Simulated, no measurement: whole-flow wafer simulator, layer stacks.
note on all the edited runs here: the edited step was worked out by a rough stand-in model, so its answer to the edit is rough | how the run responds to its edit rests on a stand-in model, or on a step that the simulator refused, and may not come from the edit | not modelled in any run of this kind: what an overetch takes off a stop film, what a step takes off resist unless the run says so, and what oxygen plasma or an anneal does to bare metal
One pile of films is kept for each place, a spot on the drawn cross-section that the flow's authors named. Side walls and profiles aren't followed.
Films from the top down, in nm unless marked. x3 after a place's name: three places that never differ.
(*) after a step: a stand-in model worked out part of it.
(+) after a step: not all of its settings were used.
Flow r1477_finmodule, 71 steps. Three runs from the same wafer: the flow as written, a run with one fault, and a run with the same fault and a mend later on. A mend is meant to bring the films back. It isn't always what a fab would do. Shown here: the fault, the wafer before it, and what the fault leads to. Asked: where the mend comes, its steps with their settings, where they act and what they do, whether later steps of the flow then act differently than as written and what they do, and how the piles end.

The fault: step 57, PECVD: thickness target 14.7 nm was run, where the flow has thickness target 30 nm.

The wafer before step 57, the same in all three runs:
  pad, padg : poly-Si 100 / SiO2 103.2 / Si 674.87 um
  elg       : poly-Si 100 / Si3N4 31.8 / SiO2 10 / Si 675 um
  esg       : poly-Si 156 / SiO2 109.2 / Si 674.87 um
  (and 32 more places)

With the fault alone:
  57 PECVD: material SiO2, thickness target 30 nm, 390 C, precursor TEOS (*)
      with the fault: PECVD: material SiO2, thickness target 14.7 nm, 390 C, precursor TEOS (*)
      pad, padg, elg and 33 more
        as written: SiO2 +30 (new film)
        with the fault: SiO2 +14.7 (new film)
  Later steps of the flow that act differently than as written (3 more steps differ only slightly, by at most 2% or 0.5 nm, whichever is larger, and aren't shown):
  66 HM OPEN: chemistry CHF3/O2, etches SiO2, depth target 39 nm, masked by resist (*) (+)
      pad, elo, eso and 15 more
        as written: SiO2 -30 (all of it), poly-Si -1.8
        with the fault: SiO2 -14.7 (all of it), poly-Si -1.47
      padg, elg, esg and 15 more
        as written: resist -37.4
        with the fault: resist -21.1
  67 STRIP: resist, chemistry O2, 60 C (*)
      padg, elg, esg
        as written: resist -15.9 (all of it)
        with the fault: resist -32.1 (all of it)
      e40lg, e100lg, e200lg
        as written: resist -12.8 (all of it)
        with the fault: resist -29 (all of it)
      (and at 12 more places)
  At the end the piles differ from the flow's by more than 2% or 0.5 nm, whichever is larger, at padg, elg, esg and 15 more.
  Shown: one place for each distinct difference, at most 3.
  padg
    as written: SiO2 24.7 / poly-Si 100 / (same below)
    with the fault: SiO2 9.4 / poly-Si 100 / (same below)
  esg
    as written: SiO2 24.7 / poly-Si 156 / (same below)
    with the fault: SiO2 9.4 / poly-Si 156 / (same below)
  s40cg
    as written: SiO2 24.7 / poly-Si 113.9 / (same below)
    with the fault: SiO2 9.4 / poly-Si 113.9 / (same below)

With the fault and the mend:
  The mend comes after step 58.
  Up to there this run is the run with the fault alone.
  58a PECVD: material SiO2, thickness target 15.3 nm, 390 C, precursor TEOS (*) (the flow's step 57 once more, with other settings)
      pad, padg, elg and 33 more
        SiO2 +15.3
  No later step of the flow acts differently than as written at any place that is followed.
  At the end the piles are the same as the flow's at every place that both follow.
